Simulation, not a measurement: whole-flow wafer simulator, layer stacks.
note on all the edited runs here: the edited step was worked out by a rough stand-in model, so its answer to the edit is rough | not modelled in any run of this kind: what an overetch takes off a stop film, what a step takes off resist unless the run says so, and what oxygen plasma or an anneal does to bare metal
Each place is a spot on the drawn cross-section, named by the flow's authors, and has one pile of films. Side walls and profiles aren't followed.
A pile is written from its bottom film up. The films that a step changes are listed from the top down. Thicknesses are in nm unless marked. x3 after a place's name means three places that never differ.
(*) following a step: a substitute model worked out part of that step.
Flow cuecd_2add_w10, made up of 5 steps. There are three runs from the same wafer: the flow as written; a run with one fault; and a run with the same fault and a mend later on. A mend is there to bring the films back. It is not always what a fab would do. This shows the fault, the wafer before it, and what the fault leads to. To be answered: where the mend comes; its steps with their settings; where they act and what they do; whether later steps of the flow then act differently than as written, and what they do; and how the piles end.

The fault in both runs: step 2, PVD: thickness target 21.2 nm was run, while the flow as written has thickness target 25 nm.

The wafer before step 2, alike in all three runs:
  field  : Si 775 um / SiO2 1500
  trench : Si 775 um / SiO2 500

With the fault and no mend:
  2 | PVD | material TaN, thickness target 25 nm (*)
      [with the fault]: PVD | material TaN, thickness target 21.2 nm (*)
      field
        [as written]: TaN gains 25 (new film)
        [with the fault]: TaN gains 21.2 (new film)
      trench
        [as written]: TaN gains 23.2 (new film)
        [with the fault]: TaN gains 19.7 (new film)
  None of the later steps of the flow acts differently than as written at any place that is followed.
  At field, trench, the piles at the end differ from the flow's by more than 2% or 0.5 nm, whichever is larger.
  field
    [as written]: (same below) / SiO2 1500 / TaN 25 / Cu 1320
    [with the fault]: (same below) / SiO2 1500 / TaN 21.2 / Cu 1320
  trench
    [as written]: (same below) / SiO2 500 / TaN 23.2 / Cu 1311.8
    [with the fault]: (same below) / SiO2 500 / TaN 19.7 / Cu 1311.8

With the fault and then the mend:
  The mend stands after step 2.
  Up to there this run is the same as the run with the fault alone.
  2a | PVD | material TaN, thickness target 3.8 nm (*) (the flow's step 2, run once more with other settings)
      field
        TaN gains 3.8
      trench
        TaN gains 3.52
  None of the later steps of the flow acts differently than as written at any place that is followed.
  By the end, the piles equal the flow's at every place that both follow.
